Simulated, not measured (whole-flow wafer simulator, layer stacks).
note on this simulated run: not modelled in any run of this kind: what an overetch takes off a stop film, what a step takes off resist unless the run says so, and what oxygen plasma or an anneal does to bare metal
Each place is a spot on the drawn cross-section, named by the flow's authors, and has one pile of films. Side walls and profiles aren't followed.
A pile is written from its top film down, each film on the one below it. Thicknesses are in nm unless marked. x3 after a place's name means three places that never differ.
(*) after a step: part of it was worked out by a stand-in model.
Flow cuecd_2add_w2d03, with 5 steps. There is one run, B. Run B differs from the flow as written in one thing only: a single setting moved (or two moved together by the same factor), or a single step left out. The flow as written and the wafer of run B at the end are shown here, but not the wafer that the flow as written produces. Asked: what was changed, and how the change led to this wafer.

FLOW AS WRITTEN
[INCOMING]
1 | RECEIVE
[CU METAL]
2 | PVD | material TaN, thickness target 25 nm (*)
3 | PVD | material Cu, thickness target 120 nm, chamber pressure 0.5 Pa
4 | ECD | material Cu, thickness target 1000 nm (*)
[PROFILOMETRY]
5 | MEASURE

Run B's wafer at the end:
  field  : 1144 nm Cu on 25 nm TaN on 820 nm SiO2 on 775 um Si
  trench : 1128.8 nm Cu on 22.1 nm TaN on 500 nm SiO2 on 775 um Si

The reason: step 3, PVD: thickness target 144 nm was run, while the flow as written has thickness target 120 nm.

The path from the change to this, step by step:
  3 | PVD | material Cu, thickness target 120 nm, chamber pressure 0.5 Pa
      field: +144 Cu (new film) (as written it would have been: +120 Cu (new film))
      trench: +128.8 Cu (new film) (as written it would have been: +107.2 Cu (new film))
